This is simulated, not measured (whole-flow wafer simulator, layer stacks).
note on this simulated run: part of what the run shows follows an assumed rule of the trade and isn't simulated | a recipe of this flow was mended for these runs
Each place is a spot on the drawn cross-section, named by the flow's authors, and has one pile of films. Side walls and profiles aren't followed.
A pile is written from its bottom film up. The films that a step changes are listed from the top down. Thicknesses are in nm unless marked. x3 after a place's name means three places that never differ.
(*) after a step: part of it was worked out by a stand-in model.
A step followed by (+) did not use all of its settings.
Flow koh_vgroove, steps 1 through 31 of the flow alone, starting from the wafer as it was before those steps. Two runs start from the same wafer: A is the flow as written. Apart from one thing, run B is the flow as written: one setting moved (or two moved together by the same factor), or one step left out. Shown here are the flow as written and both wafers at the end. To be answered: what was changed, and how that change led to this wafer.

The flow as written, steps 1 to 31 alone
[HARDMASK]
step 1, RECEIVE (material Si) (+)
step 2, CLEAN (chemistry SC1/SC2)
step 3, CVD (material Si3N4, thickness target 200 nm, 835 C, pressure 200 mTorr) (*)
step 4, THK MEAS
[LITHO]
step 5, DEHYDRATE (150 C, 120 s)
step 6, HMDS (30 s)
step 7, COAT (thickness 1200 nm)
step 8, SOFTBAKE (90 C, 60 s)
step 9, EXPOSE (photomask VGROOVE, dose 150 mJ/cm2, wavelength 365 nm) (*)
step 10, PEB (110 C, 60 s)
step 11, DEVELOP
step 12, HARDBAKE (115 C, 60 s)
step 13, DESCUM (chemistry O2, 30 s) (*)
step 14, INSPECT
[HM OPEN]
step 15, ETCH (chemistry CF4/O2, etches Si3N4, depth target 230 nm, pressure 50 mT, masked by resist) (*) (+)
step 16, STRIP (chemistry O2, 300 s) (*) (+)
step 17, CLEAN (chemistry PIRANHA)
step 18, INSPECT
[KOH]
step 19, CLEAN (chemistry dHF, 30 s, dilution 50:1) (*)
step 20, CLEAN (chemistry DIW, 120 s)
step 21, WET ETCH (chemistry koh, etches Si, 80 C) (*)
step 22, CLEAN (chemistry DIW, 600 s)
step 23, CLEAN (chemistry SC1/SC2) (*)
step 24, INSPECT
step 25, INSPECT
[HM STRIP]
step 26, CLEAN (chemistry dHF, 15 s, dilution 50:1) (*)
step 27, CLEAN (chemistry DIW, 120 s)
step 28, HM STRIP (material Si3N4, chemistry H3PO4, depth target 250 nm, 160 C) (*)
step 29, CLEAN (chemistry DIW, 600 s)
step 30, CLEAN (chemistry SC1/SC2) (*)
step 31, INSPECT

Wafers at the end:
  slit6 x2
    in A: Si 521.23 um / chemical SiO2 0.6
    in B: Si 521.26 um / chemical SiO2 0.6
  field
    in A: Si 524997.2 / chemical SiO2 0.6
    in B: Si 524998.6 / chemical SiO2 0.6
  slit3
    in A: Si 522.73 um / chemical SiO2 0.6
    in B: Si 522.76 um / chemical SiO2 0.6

What caused this: step 3, CVD: thickness target 228.5 nm was run, though the flow has thickness target 200 nm.

Step by step, how the change led to this:
  step 3, CVD (material Si3N4, thickness target 200 nm, 835 C, pressure 200 mTorr) (*)
      field, slit3, slit2, slit6 x2: A +200 Si3N4 (new film) | B +228.5 Si3N4 (new film)
  step 15, ETCH (chemistry CF4/O2, etches Si3N4, depth target 230 nm, pressure 50 mT, masked by resist) (*) (+)
      slit3, slit2, slit6 x2: A -200 Si3N4 (all of it), -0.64 chemical SiO2 (all of it), -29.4 Si | B -228.5 Si3N4 (all of it), -0.64 chemical SiO2 (all of it), -0.86 Si
  step 28, HM STRIP (material Si3N4, chemistry H3PO4, depth target 250 nm, 160 C) (*)
      field: A -198.7 Si3N4 (all of it), -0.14 chemical SiO2, -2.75 Si | B -227.2 Si3N4 (all of it), -0.14 chemical SiO2, -1.33 Si
